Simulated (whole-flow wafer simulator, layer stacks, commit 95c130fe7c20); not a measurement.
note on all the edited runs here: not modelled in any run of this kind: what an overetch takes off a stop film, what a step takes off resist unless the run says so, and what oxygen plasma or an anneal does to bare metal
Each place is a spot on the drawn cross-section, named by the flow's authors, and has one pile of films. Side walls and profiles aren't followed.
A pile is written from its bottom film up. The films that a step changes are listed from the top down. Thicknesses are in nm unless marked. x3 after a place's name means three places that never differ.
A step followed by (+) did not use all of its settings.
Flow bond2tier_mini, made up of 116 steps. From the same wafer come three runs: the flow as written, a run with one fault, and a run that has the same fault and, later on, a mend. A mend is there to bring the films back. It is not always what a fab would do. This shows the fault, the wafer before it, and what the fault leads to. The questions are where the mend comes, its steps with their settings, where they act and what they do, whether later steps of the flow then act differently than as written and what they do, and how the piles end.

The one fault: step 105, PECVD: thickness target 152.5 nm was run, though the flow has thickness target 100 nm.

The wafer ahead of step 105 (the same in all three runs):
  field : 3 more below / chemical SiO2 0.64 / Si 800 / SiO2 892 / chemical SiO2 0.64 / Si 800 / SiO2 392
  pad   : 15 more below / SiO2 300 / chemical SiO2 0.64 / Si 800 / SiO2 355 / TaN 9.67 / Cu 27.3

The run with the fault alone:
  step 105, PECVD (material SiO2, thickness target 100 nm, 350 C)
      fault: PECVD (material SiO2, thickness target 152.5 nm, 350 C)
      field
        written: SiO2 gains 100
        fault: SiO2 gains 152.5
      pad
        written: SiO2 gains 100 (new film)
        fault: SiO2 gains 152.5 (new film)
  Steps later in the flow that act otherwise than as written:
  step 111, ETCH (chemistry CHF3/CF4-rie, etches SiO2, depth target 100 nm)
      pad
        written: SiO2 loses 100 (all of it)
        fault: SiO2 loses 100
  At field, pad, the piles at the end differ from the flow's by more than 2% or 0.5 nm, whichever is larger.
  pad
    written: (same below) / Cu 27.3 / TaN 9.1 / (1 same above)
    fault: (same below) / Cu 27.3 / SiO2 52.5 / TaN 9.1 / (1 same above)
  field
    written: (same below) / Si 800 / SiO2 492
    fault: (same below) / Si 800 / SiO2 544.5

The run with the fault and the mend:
  The mend stands after step 110.
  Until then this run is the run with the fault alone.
  step 110a, STRIP (chemistry O2, over-ash 100%) (+)
      field
        KrF resist loses 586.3 (all of it)
  step 110b, ETCH (chemistry CHF3/CF4-rie, etches SiO2, depth target 52.5 nm) (the flow's step 62, run once more with other settings)
      field, pad
        SiO2 loses 52.5
  step 110c, COAT (KrF resist, thickness 600 nm) (the flow's step 106, run once more)
      field, pad
        KrF resist gains 600 (new film)
  step 110d, SOFTBAKE (KrF resist) (the flow's step 107, run once more)
      does not change any film at any place that is followed
  step 110e, EXPOSE (photomask T3PAD, NA 0.6) (the flow's step 108, run once more)
      does not change any film at any place that is followed
  step 110f, PEB (KrF resist) (the flow's step 109, run once more)
      does not change any film at any place that is followed
  step 110g, DEVELOP (developer TMAH-0.26N, 60 s) (the flow's step 110, run once more)
      field
        KrF resist loses 13.7
      pad
        KrF resist loses 600 (all of it)
  Every later step of the flow that is run acts as written at every place that is followed.
  At every place that both follow, the piles at the end match the flow's.
